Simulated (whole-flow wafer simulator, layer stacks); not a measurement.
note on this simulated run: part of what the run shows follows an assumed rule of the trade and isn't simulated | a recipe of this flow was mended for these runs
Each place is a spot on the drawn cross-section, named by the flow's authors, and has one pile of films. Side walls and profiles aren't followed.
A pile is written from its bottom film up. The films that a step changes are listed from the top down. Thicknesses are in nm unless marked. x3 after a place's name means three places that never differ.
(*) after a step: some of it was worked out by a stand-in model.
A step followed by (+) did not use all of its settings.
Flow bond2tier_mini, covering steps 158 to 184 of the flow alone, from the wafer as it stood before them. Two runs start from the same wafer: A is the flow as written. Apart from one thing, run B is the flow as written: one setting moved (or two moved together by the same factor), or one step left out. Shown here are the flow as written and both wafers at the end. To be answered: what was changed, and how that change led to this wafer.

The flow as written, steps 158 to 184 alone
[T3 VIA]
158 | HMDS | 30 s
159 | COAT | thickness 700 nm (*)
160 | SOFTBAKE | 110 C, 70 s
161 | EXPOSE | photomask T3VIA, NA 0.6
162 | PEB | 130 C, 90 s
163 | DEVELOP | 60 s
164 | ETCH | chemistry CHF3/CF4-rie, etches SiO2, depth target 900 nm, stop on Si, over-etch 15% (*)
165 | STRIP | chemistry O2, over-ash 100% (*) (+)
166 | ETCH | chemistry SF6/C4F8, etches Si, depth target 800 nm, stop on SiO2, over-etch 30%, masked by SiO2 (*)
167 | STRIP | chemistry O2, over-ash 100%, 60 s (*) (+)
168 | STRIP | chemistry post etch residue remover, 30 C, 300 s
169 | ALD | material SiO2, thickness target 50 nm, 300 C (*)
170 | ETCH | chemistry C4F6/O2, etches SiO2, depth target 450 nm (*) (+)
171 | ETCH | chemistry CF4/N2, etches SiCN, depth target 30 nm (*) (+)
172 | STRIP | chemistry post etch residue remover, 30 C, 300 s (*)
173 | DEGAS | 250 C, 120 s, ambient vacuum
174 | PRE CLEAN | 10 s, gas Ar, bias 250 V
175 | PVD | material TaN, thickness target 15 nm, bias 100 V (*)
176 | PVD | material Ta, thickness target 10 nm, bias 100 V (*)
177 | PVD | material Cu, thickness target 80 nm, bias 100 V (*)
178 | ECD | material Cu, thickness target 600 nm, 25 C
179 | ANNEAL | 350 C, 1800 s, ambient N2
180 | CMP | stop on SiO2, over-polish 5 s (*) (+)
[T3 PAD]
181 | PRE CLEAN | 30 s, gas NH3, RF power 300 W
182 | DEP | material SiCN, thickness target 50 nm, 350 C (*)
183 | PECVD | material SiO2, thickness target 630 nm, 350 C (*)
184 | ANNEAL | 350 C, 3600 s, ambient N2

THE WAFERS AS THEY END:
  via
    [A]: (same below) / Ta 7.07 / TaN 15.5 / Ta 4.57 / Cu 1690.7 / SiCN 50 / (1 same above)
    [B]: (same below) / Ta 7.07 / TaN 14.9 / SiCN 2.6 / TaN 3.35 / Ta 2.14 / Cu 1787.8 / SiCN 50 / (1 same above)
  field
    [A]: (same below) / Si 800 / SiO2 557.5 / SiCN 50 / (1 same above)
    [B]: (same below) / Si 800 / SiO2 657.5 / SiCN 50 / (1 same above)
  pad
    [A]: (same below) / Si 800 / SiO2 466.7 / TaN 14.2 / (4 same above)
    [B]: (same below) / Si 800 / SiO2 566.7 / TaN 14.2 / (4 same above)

The reason: step 169, ALD: thickness target 150 nm was run, though the flow has thickness target 50 nm.

How this came from the change, step by step:
  169 | ALD | material SiO2, thickness target 50 nm, 300 C (*)
      field, pad, via: A SiO2 gains 50 | B SiO2 gains 150
  170 | ETCH | chemistry C4F6/O2, etches SiO2, depth target 450 nm (*) (+)
      via: A SiO2 loses 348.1 (all of it), SiCN loses 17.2 | B SiO2 loses 448.1 (all of it), SiCN loses 0.31
  171 | ETCH | chemistry CF4/N2, etches SiCN, depth target 30 nm (*) (+)
      via: A SiCN loses 17.6 (all of it), TaN loses 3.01 | B SiCN loses 30
  174 | PRE CLEAN | 10 s, gas Ar, bias 250 V
      via: A TaN loses 3.19 | B SiCN loses 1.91
  175 | PVD | material TaN, thickness target 15 nm, bias 100 V (*)
      via: A TaN gains 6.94 | B TaN gains 3.35 (new film)
  176 | PVD | material Ta, thickness target 10 nm, bias 100 V (*)
      via: A Ta gains 4.57 (new film) | B Ta gains 2.14 (new film)
  177 | PVD | material Cu, thickness target 80 nm, bias 100 V (*)
      via: A Cu gains 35 (new film) | B Cu gains 14 (new film)
  178 | ECD | material Cu, thickness target 600 nm, 25 C
      via: A Cu gains 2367 | B Cu gains 2485.1
Taking metal films that touch as one body, via has 2 bodies (between them, from the top down: SiCN 2.6); the flow as written gives 1 body.
